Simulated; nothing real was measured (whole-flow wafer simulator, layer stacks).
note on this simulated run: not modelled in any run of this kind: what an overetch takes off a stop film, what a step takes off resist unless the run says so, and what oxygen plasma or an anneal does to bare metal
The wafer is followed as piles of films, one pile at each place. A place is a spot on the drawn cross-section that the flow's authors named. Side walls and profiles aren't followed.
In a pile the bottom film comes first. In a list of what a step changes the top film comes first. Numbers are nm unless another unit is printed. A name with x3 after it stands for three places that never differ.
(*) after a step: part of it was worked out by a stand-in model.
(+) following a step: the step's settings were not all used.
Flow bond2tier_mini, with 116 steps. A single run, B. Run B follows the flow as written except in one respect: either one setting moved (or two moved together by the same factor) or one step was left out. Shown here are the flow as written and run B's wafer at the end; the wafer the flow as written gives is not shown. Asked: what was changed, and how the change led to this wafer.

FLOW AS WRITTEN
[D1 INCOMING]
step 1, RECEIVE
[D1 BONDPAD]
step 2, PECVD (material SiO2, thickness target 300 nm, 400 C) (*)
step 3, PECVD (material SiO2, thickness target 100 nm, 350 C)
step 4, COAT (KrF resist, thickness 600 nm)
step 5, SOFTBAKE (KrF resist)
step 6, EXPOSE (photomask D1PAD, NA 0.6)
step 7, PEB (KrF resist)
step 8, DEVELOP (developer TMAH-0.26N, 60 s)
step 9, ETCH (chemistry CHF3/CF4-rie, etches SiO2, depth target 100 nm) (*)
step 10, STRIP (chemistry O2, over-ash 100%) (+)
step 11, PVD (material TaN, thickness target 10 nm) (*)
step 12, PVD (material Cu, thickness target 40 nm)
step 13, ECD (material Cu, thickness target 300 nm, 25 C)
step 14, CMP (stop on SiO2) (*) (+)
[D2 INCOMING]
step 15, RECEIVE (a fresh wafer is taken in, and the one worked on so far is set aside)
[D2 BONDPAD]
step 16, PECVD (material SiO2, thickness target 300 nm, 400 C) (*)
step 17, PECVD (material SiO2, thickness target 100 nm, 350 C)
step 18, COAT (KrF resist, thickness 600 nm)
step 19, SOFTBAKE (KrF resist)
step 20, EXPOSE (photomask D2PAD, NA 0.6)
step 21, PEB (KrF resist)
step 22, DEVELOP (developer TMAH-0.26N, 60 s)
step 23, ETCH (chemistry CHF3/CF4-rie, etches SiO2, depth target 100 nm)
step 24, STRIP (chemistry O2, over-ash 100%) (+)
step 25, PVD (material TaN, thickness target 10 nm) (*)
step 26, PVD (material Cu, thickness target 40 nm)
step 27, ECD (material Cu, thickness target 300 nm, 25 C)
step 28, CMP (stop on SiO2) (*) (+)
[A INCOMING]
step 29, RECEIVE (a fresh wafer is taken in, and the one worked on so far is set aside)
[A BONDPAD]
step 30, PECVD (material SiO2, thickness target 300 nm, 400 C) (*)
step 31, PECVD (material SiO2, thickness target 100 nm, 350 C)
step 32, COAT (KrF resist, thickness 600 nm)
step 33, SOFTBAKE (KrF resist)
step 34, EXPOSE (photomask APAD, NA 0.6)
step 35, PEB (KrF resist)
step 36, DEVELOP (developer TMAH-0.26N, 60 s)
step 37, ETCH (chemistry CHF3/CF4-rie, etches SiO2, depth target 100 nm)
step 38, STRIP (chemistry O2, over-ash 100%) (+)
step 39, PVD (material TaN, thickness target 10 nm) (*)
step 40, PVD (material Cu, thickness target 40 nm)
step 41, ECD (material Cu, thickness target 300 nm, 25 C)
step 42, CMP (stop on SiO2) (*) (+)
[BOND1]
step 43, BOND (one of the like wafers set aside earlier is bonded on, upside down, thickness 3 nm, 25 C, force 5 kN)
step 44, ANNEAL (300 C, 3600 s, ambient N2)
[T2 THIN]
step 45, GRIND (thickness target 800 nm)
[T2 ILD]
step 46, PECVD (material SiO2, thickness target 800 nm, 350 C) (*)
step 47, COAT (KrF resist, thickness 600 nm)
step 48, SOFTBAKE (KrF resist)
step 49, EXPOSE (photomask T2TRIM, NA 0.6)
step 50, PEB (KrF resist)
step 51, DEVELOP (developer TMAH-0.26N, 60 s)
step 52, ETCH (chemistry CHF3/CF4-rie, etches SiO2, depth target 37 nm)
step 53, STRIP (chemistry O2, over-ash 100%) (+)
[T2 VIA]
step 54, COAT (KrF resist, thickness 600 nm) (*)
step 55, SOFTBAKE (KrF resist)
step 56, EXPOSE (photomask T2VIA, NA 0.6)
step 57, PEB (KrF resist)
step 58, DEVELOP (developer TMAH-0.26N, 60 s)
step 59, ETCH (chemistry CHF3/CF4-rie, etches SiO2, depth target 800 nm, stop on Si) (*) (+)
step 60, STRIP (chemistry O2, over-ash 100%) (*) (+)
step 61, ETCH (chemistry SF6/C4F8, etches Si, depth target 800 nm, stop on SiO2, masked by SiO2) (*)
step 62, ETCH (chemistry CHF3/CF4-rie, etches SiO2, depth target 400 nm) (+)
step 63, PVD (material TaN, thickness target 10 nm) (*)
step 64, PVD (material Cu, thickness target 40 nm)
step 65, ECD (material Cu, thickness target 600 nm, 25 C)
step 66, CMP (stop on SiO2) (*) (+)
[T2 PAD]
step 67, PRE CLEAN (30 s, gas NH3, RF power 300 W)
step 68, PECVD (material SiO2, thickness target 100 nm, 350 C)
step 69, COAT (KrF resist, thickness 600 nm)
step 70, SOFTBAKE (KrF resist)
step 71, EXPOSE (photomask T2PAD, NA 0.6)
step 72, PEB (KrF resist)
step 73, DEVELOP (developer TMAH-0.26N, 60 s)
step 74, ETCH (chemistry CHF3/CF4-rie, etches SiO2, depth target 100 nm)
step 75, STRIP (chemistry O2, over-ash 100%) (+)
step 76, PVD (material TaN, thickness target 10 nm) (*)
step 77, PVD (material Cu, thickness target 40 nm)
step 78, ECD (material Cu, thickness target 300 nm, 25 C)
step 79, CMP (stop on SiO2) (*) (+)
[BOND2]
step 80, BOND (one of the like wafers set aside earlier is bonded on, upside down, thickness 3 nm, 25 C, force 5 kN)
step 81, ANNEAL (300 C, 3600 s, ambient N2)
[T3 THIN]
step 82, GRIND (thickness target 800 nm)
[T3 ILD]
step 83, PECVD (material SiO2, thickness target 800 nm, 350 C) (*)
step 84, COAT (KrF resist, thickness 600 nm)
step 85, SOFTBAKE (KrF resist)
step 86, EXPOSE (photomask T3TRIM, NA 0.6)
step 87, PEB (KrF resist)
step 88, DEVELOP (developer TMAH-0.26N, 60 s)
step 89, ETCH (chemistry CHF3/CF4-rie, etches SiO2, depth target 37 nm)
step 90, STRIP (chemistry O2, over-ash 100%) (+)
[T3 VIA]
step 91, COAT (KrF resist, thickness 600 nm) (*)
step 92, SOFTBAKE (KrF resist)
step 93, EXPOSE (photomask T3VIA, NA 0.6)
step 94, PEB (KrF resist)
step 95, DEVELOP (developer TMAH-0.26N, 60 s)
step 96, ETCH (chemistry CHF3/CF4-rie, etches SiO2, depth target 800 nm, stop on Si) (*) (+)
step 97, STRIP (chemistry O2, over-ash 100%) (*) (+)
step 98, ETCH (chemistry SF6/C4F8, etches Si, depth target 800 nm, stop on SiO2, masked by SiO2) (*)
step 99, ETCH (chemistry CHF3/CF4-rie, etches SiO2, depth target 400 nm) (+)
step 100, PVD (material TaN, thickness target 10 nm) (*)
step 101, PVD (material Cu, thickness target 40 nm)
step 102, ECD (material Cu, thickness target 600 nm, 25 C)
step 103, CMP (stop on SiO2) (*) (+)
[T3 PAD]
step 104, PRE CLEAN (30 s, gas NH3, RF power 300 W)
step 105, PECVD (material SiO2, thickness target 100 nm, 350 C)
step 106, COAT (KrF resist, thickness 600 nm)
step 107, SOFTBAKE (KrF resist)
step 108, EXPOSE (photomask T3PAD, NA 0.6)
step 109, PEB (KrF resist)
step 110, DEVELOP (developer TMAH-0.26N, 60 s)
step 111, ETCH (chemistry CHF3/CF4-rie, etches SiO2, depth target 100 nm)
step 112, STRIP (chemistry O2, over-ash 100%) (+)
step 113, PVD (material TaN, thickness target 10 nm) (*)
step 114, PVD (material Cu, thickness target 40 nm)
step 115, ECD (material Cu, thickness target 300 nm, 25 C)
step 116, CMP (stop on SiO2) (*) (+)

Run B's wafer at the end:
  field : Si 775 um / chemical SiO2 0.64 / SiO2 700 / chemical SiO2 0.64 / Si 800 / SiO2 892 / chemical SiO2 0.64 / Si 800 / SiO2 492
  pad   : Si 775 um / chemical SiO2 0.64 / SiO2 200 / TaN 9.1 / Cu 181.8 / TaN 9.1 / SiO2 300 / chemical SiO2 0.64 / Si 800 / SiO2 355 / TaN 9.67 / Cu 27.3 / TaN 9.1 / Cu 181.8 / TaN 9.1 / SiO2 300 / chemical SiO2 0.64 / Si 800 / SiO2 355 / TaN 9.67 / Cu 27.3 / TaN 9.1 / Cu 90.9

What caused this: step 31, PECVD: material SiO2, thickness target 100 nm, 350 C, was omitted.

The path from the change to this, step by step:
  (no step that both runs have acts differently)
